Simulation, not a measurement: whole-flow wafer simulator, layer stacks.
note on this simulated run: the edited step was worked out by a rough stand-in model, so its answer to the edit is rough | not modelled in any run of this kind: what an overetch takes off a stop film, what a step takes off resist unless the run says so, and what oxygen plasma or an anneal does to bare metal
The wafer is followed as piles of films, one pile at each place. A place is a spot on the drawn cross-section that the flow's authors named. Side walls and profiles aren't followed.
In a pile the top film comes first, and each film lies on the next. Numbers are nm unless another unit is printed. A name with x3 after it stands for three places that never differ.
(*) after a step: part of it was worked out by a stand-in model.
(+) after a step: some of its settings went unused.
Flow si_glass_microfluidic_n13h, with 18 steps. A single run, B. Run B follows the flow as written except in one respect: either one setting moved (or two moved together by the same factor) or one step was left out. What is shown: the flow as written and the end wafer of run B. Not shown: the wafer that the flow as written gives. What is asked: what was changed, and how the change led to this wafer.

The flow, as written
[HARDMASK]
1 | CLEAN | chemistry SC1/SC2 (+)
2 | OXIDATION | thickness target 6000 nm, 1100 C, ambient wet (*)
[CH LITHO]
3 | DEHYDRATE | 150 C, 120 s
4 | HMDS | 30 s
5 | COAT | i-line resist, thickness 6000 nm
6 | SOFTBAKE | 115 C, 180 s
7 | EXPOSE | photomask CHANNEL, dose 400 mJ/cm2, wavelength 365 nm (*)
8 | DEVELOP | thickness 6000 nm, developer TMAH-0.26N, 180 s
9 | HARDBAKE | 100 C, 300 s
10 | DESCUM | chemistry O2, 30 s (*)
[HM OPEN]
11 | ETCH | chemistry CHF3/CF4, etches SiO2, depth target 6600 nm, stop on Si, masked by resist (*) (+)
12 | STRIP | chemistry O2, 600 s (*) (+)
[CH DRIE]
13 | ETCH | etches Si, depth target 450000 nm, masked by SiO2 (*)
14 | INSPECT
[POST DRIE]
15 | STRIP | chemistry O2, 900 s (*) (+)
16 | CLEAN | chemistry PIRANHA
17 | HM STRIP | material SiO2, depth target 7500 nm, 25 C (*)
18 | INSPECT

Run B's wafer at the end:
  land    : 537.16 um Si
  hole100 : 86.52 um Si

Cause: step 2, OXIDATION: thickness target 6450 nm was run, while the flow as written has thickness target 6000 nm.

Step by step, how the change led to this:
  2 | OXIDATION | thickness target 6000 nm, 1100 C, ambient wet (*)
      land, hole100: +6450 SiO2 (new film), -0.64 chemical SiO2 (all of it), -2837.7 Si (in the flow as written it would be: +6000 SiO2 (new film), -0.64 chemical SiO2 (all of it), -2639.7 Si)
  11 | ETCH | chemistry CHF3/CF4, etches SiO2, depth target 6600 nm, stop on Si, masked by resist (*) (+)
      hole100: -6450 SiO2 (all of it) (in the flow as written it would be: -6000 SiO2 (all of it))
  17 | HM STRIP | material SiO2, depth target 7500 nm, 25 C (*)
      land: -3445.7 SiO2 (all of it) (in the flow as written it would be: -2995.7 SiO2 (all of it))
